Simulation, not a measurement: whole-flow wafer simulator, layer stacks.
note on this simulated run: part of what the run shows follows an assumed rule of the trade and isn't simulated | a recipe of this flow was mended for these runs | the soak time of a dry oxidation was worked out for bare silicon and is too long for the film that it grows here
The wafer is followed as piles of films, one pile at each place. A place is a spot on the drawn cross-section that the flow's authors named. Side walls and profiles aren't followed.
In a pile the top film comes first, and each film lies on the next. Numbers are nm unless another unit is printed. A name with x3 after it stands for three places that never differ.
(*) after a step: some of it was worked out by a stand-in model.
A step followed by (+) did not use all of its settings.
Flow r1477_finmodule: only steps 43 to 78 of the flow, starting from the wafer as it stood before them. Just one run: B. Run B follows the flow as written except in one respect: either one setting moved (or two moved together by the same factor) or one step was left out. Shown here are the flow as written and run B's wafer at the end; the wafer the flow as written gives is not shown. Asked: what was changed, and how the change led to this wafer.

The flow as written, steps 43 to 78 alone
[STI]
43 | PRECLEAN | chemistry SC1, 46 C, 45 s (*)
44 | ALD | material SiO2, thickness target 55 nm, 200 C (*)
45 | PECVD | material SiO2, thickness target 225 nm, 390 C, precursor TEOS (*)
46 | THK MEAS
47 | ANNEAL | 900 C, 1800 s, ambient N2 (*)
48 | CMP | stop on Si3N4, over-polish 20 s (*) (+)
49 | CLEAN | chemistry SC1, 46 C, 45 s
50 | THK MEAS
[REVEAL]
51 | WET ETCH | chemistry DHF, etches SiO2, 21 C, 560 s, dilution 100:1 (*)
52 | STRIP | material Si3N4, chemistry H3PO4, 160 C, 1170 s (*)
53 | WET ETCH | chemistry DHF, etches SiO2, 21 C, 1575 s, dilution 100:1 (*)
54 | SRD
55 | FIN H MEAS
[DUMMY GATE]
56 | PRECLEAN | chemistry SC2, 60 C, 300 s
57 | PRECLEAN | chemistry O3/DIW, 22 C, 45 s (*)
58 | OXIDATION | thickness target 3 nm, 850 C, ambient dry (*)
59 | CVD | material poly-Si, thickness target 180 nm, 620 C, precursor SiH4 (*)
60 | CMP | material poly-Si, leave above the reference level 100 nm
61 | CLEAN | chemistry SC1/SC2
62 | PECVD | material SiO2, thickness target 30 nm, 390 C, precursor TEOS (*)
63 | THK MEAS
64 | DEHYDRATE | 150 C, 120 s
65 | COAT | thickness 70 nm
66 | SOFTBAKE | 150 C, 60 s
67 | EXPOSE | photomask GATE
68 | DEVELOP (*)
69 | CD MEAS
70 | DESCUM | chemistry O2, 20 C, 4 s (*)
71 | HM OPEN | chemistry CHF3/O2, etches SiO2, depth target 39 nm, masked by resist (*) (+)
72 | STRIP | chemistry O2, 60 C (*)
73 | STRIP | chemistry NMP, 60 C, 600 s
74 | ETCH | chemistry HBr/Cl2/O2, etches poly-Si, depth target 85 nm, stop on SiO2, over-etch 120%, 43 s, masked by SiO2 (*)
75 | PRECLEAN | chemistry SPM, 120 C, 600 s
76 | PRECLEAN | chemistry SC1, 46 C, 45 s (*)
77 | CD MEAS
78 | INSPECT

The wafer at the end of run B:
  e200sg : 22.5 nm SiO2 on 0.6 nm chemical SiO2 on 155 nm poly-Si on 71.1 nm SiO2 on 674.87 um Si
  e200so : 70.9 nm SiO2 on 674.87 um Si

What caused this: step 44, ALD: thickness target 27.5 nm was run, while the flow as written has thickness target 55 nm.

Step by step, how the change led to this:
  44 | ALD | material SiO2, thickness target 55 nm, 200 C (*)
      elg x4, elo x4: SiO2 gains 27.5 (new film) (it would be, as written: SiO2 gains 55 (new film))
      esg x3, eso x3: SiO2 gains 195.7 (new film) (it would be, as written: SiO2 gains 223.2 (new film))
      (and at 22 other places as well)
  45 | PECVD | material SiO2, thickness target 225 nm, 390 C, precursor TEOS (*)
      e200sg, e200so: SiO2 gains 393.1 (it would be, as written: SiO2 gains 225)
      s40sg, s40so: SiO2 gains 240.7 (it would be, as written: SiO2 gains 225)
  47 | ANNEAL | 900 C, 1800 s, ambient N2 (*)
      e200sg, e200so: SiO2 loses 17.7 (it would be, as written: SiO2 loses 10.1)
      s40sg, s40so: SiO2 loses 10.8 (it would be, as written: SiO2 loses 10.1)
  48 | CMP | stop on Si3N4, over-polish 20 s (*) (+)
      elg x4, esg x3, elo x4, eso x3: SiO2 loses 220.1 (it would be, as written: SiO2 loses 247.6)
      s40cg x3, s45sg x2, s40co x3, s45so x2: SiO2 loses 260.6 (it would be, as written: SiO2 loses 288.1)
      (and at 12 other places as well)
  51 | WET ETCH | chemistry DHF, etches SiO2, 21 C, 560 s, dilution 100:1 (*)
      e200sg, e200so: SiO2 loses 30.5 (it would be, as written: SiO2 loses 28.1)
  53 | WET ETCH | chemistry DHF, etches SiO2, 21 C, 1575 s, dilution 100:1 (*)
      e200sg, e200so: SiO2 loses 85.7 (it would be, as written: SiO2 loses 79.1)
  59 | CVD | material poly-Si, thickness target 180 nm, 620 C, precursor SiH4 (*)
      e200sg, e200so: poly-Si gains 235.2 (new film) (it would be, as written: poly-Si gains 219.2 (new film))
  60 | CMP | material poly-Si, leave above the reference level 100 nm
      e200sg, e200so: poly-Si loses 80 (it would be, as written: poly-Si loses 72.9)
  74 | ETCH | chemistry HBr/Cl2/O2, etches poly-Si, depth target 85 nm, stop on SiO2, over-etch 120%, 43 s, masked by SiO2 (*)
      e200so: chemical SiO2 loses 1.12 (all of it), poly-Si loses 152.8 (all of it), SiO2 loses 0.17 (it would be, as written: chemical SiO2 loses 1.12 (all of it), poly-Si loses 143.9 (all of it), SiO2 loses 0.22)
